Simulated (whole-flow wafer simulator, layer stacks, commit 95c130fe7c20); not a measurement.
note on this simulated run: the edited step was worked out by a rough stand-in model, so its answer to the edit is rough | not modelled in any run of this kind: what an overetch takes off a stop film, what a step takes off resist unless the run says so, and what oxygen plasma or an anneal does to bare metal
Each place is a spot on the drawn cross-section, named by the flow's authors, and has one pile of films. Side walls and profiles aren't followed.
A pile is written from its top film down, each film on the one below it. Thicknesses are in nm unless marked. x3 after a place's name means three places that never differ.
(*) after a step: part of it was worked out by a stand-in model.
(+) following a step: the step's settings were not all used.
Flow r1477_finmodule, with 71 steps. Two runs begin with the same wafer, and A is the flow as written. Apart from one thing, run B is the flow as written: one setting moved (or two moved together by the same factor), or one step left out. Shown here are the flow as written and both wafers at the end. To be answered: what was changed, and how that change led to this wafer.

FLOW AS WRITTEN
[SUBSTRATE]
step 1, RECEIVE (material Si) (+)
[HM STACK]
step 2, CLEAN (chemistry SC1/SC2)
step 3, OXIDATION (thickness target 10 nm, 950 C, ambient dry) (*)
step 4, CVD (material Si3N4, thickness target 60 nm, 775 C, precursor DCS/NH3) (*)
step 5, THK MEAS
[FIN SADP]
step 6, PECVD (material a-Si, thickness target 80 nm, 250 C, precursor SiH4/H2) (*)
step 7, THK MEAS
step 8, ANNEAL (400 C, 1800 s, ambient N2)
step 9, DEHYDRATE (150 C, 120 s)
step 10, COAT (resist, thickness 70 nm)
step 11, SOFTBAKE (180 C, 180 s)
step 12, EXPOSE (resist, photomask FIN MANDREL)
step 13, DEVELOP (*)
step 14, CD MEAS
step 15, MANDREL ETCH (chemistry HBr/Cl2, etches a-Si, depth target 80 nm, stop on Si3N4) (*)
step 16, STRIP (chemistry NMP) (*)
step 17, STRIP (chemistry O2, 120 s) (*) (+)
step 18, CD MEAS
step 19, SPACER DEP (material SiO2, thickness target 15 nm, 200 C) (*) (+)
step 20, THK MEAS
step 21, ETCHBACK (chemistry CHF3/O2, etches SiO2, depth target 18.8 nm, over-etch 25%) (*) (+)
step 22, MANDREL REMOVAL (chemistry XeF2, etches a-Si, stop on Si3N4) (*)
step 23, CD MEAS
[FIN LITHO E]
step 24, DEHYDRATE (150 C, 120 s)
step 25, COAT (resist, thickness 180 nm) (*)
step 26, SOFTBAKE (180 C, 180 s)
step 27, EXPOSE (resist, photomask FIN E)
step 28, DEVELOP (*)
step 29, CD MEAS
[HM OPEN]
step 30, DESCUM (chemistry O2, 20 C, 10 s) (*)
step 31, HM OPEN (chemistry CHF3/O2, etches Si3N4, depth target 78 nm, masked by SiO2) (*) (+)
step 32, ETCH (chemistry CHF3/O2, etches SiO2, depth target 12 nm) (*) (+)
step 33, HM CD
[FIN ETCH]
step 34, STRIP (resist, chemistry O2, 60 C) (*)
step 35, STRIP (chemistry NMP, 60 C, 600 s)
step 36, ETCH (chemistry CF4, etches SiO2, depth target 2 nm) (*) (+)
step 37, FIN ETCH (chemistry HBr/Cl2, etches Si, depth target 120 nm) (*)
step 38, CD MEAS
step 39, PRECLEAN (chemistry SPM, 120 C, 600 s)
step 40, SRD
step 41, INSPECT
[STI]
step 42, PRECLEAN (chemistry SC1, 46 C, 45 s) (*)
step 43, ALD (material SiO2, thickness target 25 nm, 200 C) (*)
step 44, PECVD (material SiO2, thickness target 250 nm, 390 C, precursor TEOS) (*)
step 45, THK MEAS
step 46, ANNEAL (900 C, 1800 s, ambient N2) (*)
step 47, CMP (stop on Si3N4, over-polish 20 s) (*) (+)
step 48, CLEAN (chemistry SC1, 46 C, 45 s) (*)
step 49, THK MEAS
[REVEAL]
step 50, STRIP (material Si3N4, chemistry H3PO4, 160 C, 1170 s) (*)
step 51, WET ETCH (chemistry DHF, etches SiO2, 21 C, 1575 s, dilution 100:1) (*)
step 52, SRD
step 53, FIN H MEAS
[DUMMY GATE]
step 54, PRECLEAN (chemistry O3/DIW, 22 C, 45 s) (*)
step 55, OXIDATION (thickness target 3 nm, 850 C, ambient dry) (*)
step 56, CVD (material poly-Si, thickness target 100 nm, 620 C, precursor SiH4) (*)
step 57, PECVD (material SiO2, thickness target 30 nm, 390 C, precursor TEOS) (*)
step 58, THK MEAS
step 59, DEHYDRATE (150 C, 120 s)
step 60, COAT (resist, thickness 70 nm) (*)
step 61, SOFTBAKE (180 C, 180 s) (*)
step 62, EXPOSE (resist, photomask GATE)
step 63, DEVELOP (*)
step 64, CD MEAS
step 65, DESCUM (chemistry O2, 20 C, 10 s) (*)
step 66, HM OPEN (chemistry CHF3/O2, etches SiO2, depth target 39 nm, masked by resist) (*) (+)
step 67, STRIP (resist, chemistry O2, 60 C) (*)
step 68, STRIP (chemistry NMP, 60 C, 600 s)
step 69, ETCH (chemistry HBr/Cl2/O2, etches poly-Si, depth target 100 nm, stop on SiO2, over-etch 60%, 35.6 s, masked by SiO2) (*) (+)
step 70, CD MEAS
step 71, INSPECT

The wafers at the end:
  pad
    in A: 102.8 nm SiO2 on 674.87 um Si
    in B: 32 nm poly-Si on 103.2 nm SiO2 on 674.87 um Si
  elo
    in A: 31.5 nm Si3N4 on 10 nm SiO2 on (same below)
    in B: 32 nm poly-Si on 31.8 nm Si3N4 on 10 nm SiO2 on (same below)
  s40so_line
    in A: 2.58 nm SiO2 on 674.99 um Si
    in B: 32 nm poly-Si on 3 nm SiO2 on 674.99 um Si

Cause: step 69, ETCH: depth target 41 nm was run, while the flow as written has depth target 100 nm; step 69, ETCH: 14.6 s was run, where the flow has 35.6 s.

How this came from the change, step by step:
  step 69, ETCH (chemistry HBr/Cl2/O2, etches poly-Si, depth target 100 nm, stop on SiO2, over-etch 60%, 35.6 s, masked by SiO2) (*) (+)
      pad, eso, e40so and 8 more: A -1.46 chemical SiO2 (all of it), -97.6 poly-Si (all of it), -0.42 SiO2 | B -1.46 chemical SiO2 (all of it), -65.6 poly-Si
      elo, e40lo, e100lo, e200lo: A -1.46 chemical SiO2 (all of it), -97.6 poly-Si (all of it), -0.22 Si3N4 | B -1.46 chemical SiO2 (all of it), -65.6 poly-Si
      (as well as at 21 more places)
